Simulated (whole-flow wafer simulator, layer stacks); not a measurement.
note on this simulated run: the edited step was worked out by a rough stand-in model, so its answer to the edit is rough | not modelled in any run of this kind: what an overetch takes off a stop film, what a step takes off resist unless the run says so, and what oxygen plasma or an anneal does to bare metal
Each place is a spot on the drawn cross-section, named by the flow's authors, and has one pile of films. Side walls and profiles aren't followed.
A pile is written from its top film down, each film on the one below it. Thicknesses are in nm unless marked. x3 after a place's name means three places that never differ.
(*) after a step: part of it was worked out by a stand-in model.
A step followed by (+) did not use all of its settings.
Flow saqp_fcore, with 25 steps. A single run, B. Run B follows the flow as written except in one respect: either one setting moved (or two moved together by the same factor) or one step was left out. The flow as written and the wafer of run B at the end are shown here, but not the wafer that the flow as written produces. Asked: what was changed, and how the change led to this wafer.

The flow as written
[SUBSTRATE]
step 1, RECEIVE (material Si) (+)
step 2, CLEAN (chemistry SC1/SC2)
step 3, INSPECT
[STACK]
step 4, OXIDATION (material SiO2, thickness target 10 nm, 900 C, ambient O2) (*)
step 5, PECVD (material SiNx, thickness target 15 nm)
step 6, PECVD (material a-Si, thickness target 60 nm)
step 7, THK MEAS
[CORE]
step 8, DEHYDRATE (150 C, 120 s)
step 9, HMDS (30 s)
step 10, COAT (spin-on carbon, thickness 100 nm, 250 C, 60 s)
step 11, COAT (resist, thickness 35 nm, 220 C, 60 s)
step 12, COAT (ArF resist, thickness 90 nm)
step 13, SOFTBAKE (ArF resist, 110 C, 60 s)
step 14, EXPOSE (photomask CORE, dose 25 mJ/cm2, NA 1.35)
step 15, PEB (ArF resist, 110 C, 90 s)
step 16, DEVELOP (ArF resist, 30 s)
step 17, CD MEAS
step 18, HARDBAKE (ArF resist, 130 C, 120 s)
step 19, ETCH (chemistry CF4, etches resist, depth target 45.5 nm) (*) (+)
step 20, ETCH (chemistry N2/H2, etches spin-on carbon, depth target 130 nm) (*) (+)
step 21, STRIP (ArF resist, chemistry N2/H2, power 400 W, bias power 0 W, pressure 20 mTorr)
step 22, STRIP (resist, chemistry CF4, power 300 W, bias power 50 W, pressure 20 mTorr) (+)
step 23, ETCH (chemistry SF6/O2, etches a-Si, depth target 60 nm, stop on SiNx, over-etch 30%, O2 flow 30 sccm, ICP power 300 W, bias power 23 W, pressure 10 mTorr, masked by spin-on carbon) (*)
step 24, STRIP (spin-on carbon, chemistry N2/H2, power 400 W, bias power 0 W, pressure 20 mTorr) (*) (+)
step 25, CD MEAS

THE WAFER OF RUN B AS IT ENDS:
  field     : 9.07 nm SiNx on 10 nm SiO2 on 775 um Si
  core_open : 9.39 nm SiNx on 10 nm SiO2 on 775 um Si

The reason: step 23, ETCH: over-etch 40.5% was run, though the flow has over-etch 30%.

The path from the change to this, step by step:
  step 23, ETCH (chemistry SF6/O2, etches a-Si, depth target 60 nm, stop on SiNx, over-etch 30%, O2 flow 30 sccm, ICP power 300 W, bias power 23 W, pressure 10 mTorr, masked by spin-on carbon) (*)
      field: a-Si loses 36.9 (all of it), SiNx loses 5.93 (as written it would have been: a-Si loses 36.9 (all of it), SiNx loses 5.14)
      core_open: a-Si loses 39.4 (all of it), SiNx loses 5.61 (as written it would have been: a-Si loses 39.4 (all of it), SiNx loses 4.82)
      (also at 1 further place)
